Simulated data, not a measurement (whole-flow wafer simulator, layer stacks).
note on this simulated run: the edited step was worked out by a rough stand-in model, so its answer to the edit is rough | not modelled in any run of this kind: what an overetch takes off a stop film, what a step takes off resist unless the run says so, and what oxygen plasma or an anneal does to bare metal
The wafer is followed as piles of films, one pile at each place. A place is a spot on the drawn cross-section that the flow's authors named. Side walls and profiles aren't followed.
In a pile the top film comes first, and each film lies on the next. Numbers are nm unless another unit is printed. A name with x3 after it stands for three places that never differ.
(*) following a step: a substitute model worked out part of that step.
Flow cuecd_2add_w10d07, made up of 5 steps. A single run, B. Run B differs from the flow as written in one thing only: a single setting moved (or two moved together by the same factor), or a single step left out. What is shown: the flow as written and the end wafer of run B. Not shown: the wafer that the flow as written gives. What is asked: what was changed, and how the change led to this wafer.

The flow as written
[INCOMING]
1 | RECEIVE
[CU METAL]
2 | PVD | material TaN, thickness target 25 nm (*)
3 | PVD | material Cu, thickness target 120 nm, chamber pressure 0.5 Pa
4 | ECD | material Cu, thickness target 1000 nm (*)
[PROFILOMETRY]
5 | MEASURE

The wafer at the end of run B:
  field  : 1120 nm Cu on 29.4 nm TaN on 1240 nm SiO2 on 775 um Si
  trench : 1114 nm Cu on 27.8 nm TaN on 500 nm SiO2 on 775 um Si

What caused this: step 2, PVD: thickness target 29.4 nm was run, though the flow has thickness target 25 nm.
The wafer itself shows it: field has TaN 29.4, and step 2 as written asks for 25 nm.

Step by step, how the change led to this:
  2 | PVD | material TaN, thickness target 25 nm (*)
      field: +29.4 TaN (new film) (as written it would have been: +25 TaN (new film))
      trench: +27.8 TaN (new film) (as written it would have been: +23.7 TaN (new film))
